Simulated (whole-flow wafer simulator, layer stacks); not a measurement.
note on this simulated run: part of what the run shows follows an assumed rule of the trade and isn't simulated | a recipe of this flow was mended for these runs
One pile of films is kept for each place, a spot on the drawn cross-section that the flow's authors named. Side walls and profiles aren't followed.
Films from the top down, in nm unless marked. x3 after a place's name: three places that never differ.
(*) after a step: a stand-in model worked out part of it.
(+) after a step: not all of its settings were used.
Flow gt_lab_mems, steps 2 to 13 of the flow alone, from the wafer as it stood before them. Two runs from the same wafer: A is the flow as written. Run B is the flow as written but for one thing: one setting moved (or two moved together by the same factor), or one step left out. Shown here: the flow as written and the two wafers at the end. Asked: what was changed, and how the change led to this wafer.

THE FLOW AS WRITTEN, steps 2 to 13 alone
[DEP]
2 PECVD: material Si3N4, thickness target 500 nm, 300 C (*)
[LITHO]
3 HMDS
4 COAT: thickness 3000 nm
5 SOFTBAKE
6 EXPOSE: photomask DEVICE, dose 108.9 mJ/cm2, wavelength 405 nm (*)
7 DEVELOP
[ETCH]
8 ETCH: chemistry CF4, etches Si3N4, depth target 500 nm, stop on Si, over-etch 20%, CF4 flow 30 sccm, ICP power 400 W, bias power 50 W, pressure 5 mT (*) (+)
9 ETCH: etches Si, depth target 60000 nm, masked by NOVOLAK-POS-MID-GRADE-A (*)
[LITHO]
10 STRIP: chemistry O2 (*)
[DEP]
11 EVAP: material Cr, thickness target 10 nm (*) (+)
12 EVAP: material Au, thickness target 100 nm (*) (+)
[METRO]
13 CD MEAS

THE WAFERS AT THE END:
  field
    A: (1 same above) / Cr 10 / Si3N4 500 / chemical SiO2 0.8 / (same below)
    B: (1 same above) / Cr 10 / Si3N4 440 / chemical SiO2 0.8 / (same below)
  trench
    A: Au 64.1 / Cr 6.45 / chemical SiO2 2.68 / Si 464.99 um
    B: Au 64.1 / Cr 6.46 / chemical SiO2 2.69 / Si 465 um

The cause: step 2, PECVD: thickness target 440 nm was run, where the flow has thickness target 500 nm; step 8, ETCH: depth target 440 nm was run, where the flow has depth target 500 nm.
It can be read off the wafer: field has Si3N4 440, and step 2 as written asks for 500 nm.

How the change led to this, step by step:
  2 PECVD: material Si3N4, thickness target 500 nm, 300 C (*)
      field, trench: A Si3N4 +500 (new film) | B Si3N4 +440 (new film)
  8 ETCH: chemistry CF4, etches Si3N4, depth target 500 nm, stop on Si, over-etch 20%, CF4 flow 30 sccm, ICP power 400 W, bias power 50 W, pressure 5 mT (*) (+)
      field: A g/i-line-resist -400 | B g/i-line-resist -352
      trench: A Si3N4 -500 (all of it), chemical SiO2 -0.8 (all of it), Si -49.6 | B Si3N4 -440 (all of it), chemical SiO2 -0.8 (all of it), Si -43.6
  10 STRIP: chemistry O2 (*)
      field: A g/i-line-resist -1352 (all of it) | B g/i-line-resist -1400 (all of it)
